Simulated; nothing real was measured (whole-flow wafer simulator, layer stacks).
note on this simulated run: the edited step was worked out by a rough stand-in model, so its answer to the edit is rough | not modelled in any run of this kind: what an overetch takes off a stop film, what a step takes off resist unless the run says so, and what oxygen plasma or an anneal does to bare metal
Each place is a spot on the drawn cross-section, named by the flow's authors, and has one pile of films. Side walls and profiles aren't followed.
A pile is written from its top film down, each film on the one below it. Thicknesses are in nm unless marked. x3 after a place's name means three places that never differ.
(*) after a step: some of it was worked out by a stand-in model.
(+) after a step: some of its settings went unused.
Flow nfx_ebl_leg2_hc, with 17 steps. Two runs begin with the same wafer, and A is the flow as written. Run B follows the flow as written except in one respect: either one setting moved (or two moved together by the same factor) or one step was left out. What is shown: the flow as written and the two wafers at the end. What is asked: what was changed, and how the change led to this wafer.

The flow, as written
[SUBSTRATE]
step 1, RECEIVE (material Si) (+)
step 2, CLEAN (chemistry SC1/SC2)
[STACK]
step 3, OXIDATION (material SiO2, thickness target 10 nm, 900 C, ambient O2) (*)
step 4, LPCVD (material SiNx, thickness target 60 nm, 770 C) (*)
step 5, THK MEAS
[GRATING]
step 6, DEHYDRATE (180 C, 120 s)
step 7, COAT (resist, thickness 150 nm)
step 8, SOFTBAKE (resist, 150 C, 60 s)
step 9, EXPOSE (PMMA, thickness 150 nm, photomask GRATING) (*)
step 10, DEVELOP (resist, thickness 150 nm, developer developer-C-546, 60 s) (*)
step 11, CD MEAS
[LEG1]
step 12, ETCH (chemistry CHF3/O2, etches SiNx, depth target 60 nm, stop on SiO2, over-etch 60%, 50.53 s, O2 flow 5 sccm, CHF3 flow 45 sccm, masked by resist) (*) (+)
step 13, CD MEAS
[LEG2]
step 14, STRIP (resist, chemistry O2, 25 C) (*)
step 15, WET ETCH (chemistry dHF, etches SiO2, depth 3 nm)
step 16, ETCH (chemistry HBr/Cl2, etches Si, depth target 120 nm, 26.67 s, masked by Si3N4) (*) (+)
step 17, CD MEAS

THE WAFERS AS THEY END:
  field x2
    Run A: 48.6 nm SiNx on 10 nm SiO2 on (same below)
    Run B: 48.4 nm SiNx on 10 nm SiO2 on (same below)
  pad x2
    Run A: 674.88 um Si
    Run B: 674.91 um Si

The reason: step 16, ETCH: depth target 81 nm was run, while the flow as written has depth target 120 nm.

The path from the change to this, step by step:
  step 16, ETCH (chemistry HBr/Cl2, etches Si, depth target 120 nm, 26.67 s, masked by Si3N4) (*) (+)
      pad x2: A -120 Si | B -81 Si
